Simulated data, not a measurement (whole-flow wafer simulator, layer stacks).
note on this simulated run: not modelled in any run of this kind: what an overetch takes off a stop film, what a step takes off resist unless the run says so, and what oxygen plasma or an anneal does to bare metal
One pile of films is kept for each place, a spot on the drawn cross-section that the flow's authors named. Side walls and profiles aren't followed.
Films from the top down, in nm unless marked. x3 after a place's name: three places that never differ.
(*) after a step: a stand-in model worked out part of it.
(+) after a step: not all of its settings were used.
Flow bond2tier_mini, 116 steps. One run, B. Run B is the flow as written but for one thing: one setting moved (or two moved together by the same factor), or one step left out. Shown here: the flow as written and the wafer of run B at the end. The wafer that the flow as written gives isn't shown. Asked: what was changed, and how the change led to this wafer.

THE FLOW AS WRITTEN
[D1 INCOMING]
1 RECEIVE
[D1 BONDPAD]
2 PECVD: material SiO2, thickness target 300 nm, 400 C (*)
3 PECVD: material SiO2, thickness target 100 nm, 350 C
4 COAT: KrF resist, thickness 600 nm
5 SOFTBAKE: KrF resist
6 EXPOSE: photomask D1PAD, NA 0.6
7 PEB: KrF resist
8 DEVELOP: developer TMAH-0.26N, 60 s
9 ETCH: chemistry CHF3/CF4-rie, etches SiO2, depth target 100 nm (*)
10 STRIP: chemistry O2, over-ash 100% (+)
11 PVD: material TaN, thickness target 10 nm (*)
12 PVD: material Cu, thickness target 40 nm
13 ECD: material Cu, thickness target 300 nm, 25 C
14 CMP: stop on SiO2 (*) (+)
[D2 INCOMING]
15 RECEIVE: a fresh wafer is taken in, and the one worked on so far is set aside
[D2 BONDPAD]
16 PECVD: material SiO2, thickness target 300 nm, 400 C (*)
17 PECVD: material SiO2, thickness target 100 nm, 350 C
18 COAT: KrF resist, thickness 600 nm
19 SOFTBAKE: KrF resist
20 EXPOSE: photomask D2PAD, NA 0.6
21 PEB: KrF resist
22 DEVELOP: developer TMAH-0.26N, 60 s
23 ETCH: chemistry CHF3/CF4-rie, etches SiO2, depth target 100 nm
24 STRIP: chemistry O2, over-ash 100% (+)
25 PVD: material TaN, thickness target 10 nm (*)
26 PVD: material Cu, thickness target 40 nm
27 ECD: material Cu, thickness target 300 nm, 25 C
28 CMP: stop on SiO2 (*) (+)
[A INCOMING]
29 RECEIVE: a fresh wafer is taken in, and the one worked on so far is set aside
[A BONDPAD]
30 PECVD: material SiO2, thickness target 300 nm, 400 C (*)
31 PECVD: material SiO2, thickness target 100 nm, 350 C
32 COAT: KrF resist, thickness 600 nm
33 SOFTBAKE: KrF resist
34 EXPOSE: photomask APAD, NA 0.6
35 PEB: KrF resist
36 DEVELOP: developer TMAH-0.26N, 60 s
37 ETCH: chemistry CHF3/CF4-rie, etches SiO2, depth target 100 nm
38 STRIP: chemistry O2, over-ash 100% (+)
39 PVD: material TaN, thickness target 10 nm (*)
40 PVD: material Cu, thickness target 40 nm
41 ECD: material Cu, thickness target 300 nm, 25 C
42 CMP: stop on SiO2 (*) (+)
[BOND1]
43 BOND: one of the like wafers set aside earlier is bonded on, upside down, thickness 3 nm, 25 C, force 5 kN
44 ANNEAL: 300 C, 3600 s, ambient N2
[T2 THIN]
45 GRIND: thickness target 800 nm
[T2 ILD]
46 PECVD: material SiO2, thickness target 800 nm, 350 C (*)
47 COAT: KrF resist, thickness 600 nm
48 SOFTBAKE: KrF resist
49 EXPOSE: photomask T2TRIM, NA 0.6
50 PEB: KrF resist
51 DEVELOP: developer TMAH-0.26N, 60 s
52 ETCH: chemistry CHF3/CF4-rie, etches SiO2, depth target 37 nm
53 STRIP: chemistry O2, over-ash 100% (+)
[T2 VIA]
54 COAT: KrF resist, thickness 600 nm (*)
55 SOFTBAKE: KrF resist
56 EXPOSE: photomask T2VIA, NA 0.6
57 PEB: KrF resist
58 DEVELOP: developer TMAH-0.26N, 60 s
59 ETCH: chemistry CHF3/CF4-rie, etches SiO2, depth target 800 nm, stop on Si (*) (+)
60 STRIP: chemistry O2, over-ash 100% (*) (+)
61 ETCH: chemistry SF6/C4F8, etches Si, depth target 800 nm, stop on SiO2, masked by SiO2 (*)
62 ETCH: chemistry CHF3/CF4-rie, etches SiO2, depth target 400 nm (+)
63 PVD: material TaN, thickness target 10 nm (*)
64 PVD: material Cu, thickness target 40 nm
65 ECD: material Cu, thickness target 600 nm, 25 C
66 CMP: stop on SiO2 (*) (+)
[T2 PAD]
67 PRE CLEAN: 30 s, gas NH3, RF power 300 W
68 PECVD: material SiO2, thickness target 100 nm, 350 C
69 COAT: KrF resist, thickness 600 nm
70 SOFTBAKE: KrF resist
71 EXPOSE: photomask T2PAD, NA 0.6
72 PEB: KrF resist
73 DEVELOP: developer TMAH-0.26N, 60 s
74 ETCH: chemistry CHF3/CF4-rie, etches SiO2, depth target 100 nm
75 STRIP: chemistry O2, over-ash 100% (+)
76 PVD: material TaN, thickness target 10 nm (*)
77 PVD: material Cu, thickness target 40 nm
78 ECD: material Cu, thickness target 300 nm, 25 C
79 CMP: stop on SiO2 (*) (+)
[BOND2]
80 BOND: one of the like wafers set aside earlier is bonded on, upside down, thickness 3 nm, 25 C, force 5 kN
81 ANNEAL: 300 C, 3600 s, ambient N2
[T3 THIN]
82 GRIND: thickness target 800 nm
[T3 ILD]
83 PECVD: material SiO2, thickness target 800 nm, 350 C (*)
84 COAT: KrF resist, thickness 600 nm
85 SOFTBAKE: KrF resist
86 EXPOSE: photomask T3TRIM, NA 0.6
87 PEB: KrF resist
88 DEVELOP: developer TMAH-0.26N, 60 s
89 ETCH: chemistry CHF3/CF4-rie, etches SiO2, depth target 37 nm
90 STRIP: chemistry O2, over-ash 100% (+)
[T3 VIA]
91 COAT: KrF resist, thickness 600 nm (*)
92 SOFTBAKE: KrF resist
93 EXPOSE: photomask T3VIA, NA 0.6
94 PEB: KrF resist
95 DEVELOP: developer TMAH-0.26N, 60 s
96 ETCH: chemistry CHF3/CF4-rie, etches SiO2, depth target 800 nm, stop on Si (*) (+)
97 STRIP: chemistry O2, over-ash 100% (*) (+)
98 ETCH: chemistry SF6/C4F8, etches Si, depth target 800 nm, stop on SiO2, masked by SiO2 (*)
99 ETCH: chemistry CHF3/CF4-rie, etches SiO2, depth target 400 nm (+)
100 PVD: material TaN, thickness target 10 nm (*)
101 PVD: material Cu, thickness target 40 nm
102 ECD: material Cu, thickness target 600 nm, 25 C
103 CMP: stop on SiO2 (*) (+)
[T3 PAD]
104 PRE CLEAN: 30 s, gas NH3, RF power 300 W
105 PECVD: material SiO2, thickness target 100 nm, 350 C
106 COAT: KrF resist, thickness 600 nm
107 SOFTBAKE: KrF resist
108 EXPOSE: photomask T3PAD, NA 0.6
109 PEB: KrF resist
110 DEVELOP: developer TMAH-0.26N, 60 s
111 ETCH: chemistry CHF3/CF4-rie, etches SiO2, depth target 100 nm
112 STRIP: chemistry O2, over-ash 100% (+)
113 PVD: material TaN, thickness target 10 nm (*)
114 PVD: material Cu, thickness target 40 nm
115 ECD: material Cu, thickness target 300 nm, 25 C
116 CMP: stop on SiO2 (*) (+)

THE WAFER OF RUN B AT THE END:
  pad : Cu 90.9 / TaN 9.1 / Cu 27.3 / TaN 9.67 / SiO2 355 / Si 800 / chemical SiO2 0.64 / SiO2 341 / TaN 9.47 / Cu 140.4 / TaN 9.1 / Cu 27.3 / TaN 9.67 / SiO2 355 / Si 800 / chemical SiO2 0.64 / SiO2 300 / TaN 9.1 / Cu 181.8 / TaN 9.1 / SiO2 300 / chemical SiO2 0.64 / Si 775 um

The cause: step 23, ETCH: depth target 59 nm was run, where the flow has depth target 100 nm.

How the change led to this, step by step:
  23 ETCH: chemistry CHF3/CF4-rie, etches SiO2, depth target 100 nm
      pad, via: SiO2 -59 (as written it would be: SiO2 -100)
      field: KrF resist -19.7 (as written it would be: KrF resist -33.3)
  24 STRIP: chemistry O2, over-ash 100% (+)
      field: KrF resist -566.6 (all of it) (as written it would be: KrF resist -552.9 (all of it))
  26 PVD: material Cu, thickness target 40 nm
      pad: Cu +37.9 (new film) (as written it would be: Cu +36.4 (new film))
  27 ECD: material Cu, thickness target 300 nm, 25 C
      pad: Cu +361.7 (as written it would be: Cu +404.5)
      via: Cu +359 (as written it would be: Cu +400.2)
  80 BOND: one of the like wafers set aside earlier is bonded on, upside down, thickness 3 nm, 25 C, force 5 kN
      pad: Si +775 um (new film), chemical SiO2 +0.64 (new film), SiO2 +341 (new film), TaN +9.47 (new film), Cu +49.5 (as written it would be: Si +775 um (new film), chemical SiO2 +0.64 (new film), SiO2 +300 (new film), TaN +9.1 (new film), Cu +90.9)
